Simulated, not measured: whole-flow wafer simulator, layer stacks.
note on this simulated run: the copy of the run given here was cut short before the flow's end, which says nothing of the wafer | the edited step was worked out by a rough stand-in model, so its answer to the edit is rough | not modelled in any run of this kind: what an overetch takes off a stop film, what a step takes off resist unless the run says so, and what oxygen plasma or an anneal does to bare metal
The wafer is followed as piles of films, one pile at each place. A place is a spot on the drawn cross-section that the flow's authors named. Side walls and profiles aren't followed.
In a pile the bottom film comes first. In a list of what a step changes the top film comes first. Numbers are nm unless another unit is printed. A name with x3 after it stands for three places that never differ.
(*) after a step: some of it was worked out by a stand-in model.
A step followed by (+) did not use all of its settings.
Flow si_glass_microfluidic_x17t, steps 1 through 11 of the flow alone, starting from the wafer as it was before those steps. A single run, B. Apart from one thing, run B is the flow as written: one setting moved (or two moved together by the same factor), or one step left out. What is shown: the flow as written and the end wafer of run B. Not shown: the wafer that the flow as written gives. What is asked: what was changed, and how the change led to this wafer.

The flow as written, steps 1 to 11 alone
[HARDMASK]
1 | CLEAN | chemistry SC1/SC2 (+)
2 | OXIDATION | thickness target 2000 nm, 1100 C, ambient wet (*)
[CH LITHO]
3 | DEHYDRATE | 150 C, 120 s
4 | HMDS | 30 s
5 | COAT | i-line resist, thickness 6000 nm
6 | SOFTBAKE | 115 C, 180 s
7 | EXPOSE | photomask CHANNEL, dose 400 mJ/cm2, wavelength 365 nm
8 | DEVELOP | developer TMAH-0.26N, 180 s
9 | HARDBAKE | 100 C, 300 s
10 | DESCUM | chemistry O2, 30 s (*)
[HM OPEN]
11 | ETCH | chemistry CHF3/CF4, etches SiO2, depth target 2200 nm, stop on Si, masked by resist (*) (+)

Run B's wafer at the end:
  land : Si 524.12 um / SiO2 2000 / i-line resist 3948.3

Cause: step 11, ETCH: depth target 2420 nm was run, whereas the flow has depth target 2200 nm.

Step by step, how the change led to this:
  11 | ETCH | chemistry CHF3/CF4, etches SiO2, depth target 2200 nm, stop on Si, masked by resist (*) (+)
      land: -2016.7 i-line resist (it would be, as written: -1833.3 i-line resist)
